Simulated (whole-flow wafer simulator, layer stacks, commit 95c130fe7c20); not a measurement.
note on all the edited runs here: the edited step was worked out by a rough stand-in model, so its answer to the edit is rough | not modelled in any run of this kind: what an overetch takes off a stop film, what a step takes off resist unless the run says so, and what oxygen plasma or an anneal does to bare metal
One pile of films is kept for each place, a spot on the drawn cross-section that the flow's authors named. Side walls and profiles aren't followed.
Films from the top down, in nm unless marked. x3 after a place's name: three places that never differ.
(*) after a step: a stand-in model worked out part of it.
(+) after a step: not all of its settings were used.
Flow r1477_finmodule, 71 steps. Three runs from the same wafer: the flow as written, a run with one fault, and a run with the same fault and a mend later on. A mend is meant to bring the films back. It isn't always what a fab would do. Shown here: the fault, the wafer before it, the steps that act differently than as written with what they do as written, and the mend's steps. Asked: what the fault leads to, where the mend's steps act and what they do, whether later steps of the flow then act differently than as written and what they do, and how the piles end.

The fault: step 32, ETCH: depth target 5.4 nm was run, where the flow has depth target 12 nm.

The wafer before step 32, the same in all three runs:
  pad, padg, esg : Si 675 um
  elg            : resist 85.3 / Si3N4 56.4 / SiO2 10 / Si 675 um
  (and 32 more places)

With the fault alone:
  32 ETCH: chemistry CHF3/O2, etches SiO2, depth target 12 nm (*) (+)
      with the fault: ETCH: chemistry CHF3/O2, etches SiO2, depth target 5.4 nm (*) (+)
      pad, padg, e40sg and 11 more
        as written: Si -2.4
        with the fault: Si -1.08
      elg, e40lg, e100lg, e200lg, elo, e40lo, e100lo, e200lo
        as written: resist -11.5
        with the fault: resist -5.17
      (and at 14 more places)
  Later steps of the flow that act differently than as written (2 more steps differ only slightly, by at most 2% or 0.5 nm, whichever is larger, and aren't shown):
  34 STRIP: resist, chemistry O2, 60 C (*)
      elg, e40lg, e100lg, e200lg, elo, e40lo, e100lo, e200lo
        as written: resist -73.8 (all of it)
        with the fault: resist -80.1 (all of it)
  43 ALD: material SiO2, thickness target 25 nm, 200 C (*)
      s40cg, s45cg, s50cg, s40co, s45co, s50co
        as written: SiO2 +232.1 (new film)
        with the fault: SiO2 +237.4 (new film)
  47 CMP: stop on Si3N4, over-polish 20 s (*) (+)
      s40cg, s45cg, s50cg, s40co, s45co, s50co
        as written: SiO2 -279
        with the fault: SiO2 -285.6
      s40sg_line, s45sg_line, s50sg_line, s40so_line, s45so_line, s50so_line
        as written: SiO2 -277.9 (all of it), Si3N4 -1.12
        with the fault: SiO2 -284.5 (all of it), Si3N4 -1.12
  At the end the piles differ from the flow's only slightly at the places that both follow, by at most 2% or 0.5 nm, whichever is larger.

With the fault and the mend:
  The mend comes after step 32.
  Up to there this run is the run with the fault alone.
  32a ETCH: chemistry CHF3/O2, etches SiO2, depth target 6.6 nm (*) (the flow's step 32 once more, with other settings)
      pad, padg, e40sg and 11 more
        Si -1.32
      elg, e40lg, e100lg, e200lg, elo, e40lo, e100lo, e200lo
        resist -6.33
      s40sg_line, s45sg_line, s50sg_line, s40so_line, s45so_line, s50so_line
        SiO2 -6.6
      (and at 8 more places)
  No later step of the flow acts differently than as written, at any place that is followed, by more than 2% or 0.5 nm, whichever is larger.
  At the end the piles differ from the flow's only slightly at the places that both follow, by at most 2% or 0.5 nm, whichever is larger.
